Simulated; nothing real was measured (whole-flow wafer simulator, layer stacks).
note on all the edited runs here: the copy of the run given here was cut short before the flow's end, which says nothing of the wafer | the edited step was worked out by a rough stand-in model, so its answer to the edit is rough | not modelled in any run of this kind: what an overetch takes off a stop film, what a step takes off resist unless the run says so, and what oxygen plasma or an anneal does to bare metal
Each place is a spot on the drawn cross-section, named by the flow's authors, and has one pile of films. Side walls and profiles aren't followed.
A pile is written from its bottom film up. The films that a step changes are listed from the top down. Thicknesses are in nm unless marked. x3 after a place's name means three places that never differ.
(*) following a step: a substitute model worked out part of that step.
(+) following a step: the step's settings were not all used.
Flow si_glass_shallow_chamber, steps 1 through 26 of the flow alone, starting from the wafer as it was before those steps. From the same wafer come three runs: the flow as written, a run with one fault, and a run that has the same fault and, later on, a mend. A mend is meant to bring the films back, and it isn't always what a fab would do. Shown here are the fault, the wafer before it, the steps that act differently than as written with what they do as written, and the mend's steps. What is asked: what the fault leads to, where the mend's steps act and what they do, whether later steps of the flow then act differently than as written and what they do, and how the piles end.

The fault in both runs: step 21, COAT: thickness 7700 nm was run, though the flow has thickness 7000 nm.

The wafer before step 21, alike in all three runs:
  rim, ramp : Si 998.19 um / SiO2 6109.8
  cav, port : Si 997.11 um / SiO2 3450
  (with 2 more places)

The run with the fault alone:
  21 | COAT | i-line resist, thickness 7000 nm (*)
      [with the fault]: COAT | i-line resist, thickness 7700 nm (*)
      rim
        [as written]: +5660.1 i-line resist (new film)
        [with the fault]: +6336.6 i-line resist (new film)
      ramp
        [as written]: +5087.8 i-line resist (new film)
        [with the fault]: +5758.2 i-line resist (new film)
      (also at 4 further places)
  Steps later in the flow that act otherwise than as written (not shown: 1 more step that differs only slightly, by at most 2% or 0.5 nm, whichever is larger):
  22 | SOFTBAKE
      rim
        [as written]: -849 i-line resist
        [with the fault]: -1044.8 i-line resist
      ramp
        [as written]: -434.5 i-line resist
        [with the fault]: -537.5 i-line resist
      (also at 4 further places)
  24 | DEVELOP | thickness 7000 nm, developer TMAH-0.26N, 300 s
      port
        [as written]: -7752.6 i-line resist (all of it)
        [with the fault]: -8672.8 i-line resist (all of it)
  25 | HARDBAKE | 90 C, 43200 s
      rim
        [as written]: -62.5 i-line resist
        [with the fault]: -80.2 i-line resist
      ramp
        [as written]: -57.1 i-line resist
        [with the fault]: -77.4 i-line resist
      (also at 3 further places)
  The piles end different from the flow's at rim, ramp, cav, septum, ring by more than 2% or 0.5 nm, whichever is larger.
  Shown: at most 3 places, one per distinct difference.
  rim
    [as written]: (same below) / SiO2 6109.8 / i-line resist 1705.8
    [with the fault]: (same below) / SiO2 6109.8 / i-line resist 2168.8
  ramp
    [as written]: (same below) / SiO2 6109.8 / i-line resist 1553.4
    [with the fault]: (same below) / SiO2 6109.8 / i-line resist 2100.4
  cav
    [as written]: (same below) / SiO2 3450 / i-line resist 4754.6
    [with the fault]: (same below) / SiO2 3450 / i-line resist 5484.8

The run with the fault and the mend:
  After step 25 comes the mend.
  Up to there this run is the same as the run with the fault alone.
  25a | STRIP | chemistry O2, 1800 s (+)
      rim
        -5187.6 i-line resist (all of it)
      ramp
        -5119.2 i-line resist (all of it)
      cav
        -8503.5 i-line resist (all of it)
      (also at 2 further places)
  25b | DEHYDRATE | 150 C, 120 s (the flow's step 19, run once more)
      leaves every film unchanged at each place that is followed
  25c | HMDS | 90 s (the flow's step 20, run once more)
      leaves every film unchanged at each place that is followed
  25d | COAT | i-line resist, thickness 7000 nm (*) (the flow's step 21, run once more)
      rim
        +5660.1 i-line resist (new film)
      ramp
        +5087.8 i-line resist (new film)
      cav
        +7637.2 i-line resist (new film)
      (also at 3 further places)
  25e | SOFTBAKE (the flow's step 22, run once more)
      rim
        -849 i-line resist
      ramp
        -434.5 i-line resist
      cav
        +373.7 i-line resist
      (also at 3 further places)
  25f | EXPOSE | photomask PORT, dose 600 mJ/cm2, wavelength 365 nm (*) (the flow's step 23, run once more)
      leaves every film unchanged at each place that is followed
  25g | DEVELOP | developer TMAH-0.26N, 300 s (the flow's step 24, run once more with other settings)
      rim, ramp, cav, septum, ring
        -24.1 i-line resist
      port
        -7752.6 i-line resist (all of it)
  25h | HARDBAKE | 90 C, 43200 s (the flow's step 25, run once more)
      rim
        -62.5 i-line resist
      ramp
        -57.1 i-line resist
      cav
        -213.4 i-line resist
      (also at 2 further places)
  None of the later steps of the flow acts differently than as written at any place that is followed.
  By the end, the piles equal the flow's at every place that both follow.
